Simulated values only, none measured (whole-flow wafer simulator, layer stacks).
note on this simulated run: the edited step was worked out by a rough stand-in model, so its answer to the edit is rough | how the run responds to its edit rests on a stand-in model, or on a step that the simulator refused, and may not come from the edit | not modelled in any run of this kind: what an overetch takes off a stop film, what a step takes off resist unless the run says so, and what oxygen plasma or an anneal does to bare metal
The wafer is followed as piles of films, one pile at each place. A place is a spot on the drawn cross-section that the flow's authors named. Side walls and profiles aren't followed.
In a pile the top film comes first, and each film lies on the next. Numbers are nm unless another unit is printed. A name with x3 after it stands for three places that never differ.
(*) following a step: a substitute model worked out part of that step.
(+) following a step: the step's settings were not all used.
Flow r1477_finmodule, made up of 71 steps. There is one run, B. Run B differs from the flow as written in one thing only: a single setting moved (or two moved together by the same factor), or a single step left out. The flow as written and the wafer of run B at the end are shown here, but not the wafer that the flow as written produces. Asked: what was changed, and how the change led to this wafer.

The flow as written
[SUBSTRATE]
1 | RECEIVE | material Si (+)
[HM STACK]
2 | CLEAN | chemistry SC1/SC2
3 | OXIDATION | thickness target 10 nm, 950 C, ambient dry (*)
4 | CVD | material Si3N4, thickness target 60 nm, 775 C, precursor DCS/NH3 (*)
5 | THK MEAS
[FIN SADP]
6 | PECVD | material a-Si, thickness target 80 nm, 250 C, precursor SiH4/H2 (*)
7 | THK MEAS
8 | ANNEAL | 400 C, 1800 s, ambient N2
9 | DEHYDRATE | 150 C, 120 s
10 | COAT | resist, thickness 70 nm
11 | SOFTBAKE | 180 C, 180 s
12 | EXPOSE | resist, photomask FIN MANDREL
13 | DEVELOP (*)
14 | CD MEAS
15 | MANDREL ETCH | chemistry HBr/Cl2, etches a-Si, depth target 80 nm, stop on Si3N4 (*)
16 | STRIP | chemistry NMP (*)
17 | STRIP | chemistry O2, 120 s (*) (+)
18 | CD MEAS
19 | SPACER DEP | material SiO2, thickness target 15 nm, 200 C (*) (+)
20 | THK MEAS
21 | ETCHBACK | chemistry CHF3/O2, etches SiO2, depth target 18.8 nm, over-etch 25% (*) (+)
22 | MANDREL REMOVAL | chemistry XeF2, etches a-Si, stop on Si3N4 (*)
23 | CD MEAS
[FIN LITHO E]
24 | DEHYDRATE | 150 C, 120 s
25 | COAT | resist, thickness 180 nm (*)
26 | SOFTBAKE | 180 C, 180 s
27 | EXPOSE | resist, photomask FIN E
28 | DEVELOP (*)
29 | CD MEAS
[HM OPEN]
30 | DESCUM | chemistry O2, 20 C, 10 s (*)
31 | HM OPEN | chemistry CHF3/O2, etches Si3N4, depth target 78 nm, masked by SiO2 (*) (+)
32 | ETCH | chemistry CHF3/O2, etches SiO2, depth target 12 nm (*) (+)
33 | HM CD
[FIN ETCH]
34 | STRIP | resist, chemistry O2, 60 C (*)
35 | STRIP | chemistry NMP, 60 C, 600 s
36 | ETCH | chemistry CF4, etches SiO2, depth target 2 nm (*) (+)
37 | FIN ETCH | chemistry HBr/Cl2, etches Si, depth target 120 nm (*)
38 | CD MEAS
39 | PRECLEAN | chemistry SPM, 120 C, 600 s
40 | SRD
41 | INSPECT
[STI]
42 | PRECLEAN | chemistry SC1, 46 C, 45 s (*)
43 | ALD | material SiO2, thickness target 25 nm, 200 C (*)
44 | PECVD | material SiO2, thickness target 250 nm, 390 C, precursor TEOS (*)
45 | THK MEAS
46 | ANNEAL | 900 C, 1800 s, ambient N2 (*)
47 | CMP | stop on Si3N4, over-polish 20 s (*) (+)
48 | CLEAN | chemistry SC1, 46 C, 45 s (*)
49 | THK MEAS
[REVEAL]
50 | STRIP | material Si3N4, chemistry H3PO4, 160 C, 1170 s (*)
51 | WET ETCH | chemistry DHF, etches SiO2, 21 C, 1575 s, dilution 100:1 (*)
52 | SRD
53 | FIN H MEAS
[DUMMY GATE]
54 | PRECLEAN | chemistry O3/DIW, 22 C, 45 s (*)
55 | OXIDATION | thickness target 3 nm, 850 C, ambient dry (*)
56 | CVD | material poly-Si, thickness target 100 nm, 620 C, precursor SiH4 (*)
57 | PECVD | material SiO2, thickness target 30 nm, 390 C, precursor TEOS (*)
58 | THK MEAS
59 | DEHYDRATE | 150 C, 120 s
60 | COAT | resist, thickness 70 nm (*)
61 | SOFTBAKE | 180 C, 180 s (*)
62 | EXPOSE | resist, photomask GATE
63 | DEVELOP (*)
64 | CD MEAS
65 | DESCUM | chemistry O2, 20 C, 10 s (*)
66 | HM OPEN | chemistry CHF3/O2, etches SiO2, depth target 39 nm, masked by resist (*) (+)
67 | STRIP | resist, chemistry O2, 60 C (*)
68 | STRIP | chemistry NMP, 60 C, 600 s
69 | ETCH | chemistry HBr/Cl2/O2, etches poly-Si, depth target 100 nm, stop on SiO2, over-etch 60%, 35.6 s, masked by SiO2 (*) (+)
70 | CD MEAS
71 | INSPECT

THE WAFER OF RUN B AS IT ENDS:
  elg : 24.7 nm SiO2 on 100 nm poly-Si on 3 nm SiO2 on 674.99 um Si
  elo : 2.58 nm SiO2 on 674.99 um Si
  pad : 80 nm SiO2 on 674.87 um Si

What caused this: step 6, PECVD: thickness target 40.8 nm was run, though the flow has thickness target 80 nm.

Step by step, how the change led to this:
  6 | PECVD | material a-Si, thickness target 80 nm, 250 C, precursor SiH4/H2 (*)
      pad, padg, elg and 33 more: a-Si gains 40.8 (new film) (as written it would have been: a-Si gains 80 (new film))
  15 | MANDREL ETCH | chemistry HBr/Cl2, etches a-Si, depth target 80 nm, stop on Si3N4 (*)
      pad, padg, elg and 27 more: a-Si loses 40.8 (all of it) (as written it would have been: a-Si loses 80 (all of it))
      s40cg, s45cg, s50cg, s40co, s45co, s50co: resist loses 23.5 (as written it would have been: resist loses 30.7)
  16 | STRIP | chemistry NMP (*)
      s40cg, s45cg, s50cg, s40co, s45co, s50co: resist loses 46.5 (all of it) (as written it would have been: resist loses 39.3 (all of it))
  21 | ETCHBACK | chemistry CHF3/O2, etches SiO2, depth target 18.8 nm, over-etch 25% (*) (+)
      s40sg_line, s45sg_line, s50sg_line, s40so_line, s45so_line, s50so_line: SiO2 gains 22.2 (as written it would have been: SiO2 gains 61.4)
  22 | MANDREL REMOVAL | chemistry XeF2, etches a-Si, stop on Si3N4 (*)
      s40cg, s45cg, s50cg, s40co, s45co, s50co: a-Si loses 40 (all of it) (as written it would have been: a-Si loses 79.2 (all of it))
  25 | COAT | resist, thickness 180 nm (*)
      s40cg, s40co: resist gains 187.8 (new film) (as written it would have been: resist gains 197.6 (new film))
      s40sg, s40so: resist gains 191.4 (new film) (as written it would have been: resist gains 201.2 (new film))
      (and at 14 other places as well)
  28 | DEVELOP (*)
      s40cg, s40co: resist loses 187.8 (all of it) (as written it would have been: resist loses 197.6 (all of it))
      s40sg, s40so: resist loses 191.4 (all of it) (as written it would have been: resist loses 201.2 (all of it))
      (and at 14 other places as well)
  31 | HM OPEN | chemistry CHF3/O2, etches Si3N4, depth target 78 nm, masked by SiO2 (*) (+)
      s40sg_line, s45sg_line, s50sg_line, s40so_line, s45so_line, s50so_line: SiO2 loses 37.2 (all of it), Si3N4 loses 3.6 (as written it would have been: SiO2 loses 39)
  32 | ETCH | chemistry CHF3/O2, etches SiO2, depth target 12 nm (*) (+)
      s40sg_line, s45sg_line, s50sg_line, s40so_line, s45so_line, s50so_line: Si3N4 loses 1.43 (as written it would have been: SiO2 loses 12)
      pad, padg, e40sg and 11 more: Si loses 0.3 (as written it would have been: Si loses 2.4)
      (and at 16 other places as well)
  34 | STRIP | resist, chemistry O2, 60 C (*)
      elg, e40lg, e100lg, e200lg, elo, e40lo, e100lo, e200lo: resist loses 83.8 (all of it) (as written it would have been: resist loses 73.8 (all of it))
  36 | ETCH | chemistry CF4, etches SiO2, depth target 2 nm (*) (+)
      elg, e40lg, e100lg, e200lg, elo, e40lo, e100lo, e200lo: nothing (as written it would have been: Si3N4 loses 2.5)
      s40sg_line, s45sg_line, s50sg_line, s40so_line, s45so_line, s50so_line: nothing (as written it would have been: SiO2 loses 2)
  37 | FIN ETCH | chemistry HBr/Cl2, etches Si, depth target 120 nm (*)
      s40sg_line, s45sg_line, s50sg_line, s40so_line, s45so_line, s50so_line: Si3N4 loses 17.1 (as written it would have been: SiO2 loses 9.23)
  43 | ALD | material SiO2, thickness target 25 nm, 200 C (*)
      s40sg_line, s45sg_line, s50sg_line, s40so_line, s45so_line, s50so_line: SiO2 gains 25 (new film) (as written it would have been: SiO2 gains 25)
      s40cg, s45cg, s50cg, s40co, s45co, s50co: SiO2 gains 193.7 (new film) (as written it would have been: SiO2 gains 232.1 (new film))
  47 | CMP | stop on Si3N4, over-polish 20 s (*) (+)
      elg, e40lg, e100lg, e200lg, elo, e40lo, e100lo, e200lo: SiO2 loses 263.8 (all of it), Si3N4 loses 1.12 (as written it would have been: SiO2 loses 241.6)
      pad, padg, e40sg, e100sg, e200sg, e40so, e100so, e200so: SiO2 loses 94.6 (as written it would have been: SiO2 loses 71.8)
      (and at 20 other places as well)
  50 | STRIP | material Si3N4, chemistry H3PO4, 160 C, 1170 s (*)
      elg, e40lg, e100lg, e200lg, elo, e40lo, e100lo, e200lo: Si3N4 loses 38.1 (all of it), SiO2 loses 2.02 (as written it would have been: SiO2 loses 4.28)
      s40sg_line, s45sg_line, s50sg_line, s40so_line, s45so_line, s50so_line: Si3N4 loses 36.7 (all of it), SiO2 loses 2.06 (as written it would have been: Si3N4 loses 58.9 (all of it), SiO2 loses 1.37)
  51 | WET ETCH | chemistry DHF, etches SiO2, 21 C, 1575 s, dilution 100:1 (*)
      elg, e40lg, e100lg, e200lg, elo, e40lo, e100lo, e200lo: SiO2 loses 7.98 (all of it) (as written it would have been: SiO2 loses 17.8 (all of it), Si3N4 loses 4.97)
      s40sg_line, s45sg_line, s50sg_line, s40so_line, s45so_line, s50so_line: SiO2 loses 7.94 (all of it) (as written it would have been: SiO2 loses 8.63 (all of it))
  ... 6 further steps ...
  69 | ETCH | chemistry HBr/Cl2/O2, etches poly-Si, depth target 100 nm, stop on SiO2, over-etch 60%, 35.6 s, masked by SiO2 (*) (+)
      s40co: chemical SiO2 loses 1.37 (all of it), poly-Si loses 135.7 (all of it), SiO2 loses 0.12 (as written it would have been: chemical SiO2 loses 1.46 (all of it), poly-Si loses 111.5 (all of it), SiO2 loses 0.24)
      s45co: chemical SiO2 loses 1.37 (all of it), poly-Si loses 135.7 (all of it), SiO2 loses 0.12 (as written it would have been: chemical SiO2 loses 1.46 (all of it), poly-Si loses 110.9 (all of it), SiO2 loses 0.25)
      (and at 1 other place as well)
